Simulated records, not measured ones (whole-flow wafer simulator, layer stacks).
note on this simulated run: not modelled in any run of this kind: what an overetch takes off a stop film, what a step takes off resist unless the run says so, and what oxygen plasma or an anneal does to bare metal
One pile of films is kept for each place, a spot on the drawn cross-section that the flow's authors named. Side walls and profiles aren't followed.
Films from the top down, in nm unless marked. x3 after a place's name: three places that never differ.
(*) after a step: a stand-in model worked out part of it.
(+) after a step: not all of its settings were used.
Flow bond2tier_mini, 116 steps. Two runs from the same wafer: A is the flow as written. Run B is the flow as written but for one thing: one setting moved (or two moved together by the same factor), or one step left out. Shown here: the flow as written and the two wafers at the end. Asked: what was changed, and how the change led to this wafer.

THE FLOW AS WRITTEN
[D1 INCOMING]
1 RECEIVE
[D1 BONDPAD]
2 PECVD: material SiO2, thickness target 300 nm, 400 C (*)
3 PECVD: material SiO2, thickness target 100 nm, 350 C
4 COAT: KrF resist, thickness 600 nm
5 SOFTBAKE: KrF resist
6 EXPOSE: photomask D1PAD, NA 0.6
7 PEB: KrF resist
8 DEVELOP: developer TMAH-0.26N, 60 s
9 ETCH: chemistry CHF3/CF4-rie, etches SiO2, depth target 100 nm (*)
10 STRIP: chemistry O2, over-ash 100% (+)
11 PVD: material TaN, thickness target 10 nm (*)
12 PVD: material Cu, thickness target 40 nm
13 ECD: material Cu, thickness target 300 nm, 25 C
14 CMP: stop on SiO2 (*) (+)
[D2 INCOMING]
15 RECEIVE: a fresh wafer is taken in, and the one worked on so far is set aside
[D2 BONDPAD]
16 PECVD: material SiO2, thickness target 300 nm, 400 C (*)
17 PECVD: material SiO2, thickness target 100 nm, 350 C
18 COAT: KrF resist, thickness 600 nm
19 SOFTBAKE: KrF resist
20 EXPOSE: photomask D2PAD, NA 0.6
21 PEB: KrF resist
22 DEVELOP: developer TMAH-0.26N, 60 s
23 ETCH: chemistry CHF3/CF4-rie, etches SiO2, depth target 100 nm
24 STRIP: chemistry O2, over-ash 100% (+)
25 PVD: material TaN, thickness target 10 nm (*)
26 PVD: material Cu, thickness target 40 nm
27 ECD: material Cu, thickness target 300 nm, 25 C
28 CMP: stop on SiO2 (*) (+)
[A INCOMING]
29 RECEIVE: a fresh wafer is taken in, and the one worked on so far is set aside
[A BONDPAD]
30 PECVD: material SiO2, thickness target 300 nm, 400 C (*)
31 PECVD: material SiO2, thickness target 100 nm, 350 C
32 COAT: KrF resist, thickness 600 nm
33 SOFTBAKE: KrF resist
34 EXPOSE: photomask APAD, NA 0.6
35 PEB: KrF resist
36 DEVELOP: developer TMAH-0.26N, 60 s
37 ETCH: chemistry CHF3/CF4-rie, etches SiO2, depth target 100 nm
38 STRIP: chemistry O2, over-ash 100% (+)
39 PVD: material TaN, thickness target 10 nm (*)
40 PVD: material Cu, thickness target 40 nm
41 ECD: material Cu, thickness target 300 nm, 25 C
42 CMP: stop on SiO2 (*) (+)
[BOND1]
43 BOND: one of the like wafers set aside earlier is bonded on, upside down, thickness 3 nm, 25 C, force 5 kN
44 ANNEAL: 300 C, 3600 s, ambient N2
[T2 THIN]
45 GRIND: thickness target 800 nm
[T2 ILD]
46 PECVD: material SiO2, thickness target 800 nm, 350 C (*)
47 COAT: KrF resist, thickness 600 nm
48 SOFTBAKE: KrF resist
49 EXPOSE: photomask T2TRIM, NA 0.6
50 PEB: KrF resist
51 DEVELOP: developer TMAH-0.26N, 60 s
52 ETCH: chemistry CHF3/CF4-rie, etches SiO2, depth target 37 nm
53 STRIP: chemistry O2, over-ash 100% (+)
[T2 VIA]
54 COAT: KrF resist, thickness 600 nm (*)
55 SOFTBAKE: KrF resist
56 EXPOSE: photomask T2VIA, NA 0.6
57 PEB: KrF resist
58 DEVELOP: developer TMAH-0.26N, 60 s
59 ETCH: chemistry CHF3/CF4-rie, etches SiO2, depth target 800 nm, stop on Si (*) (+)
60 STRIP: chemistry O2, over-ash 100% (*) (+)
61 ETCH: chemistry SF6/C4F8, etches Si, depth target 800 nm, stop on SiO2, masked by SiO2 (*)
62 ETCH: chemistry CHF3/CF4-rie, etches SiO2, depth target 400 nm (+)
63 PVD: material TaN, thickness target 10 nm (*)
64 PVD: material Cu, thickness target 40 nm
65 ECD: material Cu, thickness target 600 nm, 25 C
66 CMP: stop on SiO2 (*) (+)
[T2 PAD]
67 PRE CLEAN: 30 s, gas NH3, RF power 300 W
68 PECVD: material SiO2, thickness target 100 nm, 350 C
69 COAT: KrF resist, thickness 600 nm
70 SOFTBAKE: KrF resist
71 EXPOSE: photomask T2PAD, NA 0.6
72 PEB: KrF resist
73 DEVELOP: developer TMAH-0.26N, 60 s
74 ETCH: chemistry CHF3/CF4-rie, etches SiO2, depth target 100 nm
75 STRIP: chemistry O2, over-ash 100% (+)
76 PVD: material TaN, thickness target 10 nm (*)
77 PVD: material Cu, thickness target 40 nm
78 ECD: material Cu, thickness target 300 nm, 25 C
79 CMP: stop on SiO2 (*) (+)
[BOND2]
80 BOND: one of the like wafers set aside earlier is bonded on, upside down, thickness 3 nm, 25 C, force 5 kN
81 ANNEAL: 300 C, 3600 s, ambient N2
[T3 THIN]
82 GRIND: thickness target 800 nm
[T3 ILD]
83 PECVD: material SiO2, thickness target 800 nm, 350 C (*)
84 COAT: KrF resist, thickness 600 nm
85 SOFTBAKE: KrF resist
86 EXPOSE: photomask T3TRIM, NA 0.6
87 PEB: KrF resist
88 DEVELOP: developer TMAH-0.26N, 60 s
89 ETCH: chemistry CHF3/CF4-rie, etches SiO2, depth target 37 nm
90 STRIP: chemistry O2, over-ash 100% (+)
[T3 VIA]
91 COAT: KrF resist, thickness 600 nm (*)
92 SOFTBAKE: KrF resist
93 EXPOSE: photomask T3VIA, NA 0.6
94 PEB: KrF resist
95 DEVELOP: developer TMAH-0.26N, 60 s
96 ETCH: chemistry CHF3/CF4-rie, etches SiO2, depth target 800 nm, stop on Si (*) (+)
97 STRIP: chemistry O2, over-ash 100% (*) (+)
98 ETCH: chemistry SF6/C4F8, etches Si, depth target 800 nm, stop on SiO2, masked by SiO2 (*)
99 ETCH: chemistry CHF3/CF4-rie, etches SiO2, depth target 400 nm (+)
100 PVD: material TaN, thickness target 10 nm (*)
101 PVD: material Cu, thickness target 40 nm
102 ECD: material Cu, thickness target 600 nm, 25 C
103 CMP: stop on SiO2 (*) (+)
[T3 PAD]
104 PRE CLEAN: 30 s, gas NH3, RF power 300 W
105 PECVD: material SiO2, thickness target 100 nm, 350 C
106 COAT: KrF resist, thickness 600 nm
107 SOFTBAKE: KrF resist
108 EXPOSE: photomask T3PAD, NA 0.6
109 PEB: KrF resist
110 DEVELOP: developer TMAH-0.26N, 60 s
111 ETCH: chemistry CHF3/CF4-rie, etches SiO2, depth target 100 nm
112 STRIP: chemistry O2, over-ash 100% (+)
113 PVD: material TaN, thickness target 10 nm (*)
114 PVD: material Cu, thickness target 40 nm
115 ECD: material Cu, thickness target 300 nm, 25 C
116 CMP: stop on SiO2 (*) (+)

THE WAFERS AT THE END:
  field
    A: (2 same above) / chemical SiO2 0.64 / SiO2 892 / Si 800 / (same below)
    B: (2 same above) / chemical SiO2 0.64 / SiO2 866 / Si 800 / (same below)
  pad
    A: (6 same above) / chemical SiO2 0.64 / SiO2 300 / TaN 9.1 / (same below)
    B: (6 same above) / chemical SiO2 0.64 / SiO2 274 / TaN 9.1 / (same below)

The cause: step 17, PECVD: thickness target 74 nm was run, where the flow has thickness target 100 nm.

How the change led to this, step by step:
  17 PECVD: material SiO2, thickness target 100 nm, 350 C
      field, pad, via: A SiO2 +100 | B SiO2 +74
  80 BOND: one of the like wafers set aside earlier is bonded on, upside down, thickness 3 nm, 25 C, force 5 kN
      field: A Si +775 um (new film), chemical SiO2 +0.64 (new film), SiO2 +400 | B Si +775 um (new film), chemical SiO2 +0.64 (new film), SiO2 +374
      pad: A Si +775 um (new film), chemical SiO2 +0.64 (new film), SiO2 +300 (new film), TaN +9.1 (new film), Cu +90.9 | B Si +775 um (new film), chemical SiO2 +0.64 (new film), SiO2 +274 (new film), TaN +9.1 (new film), Cu +90.9
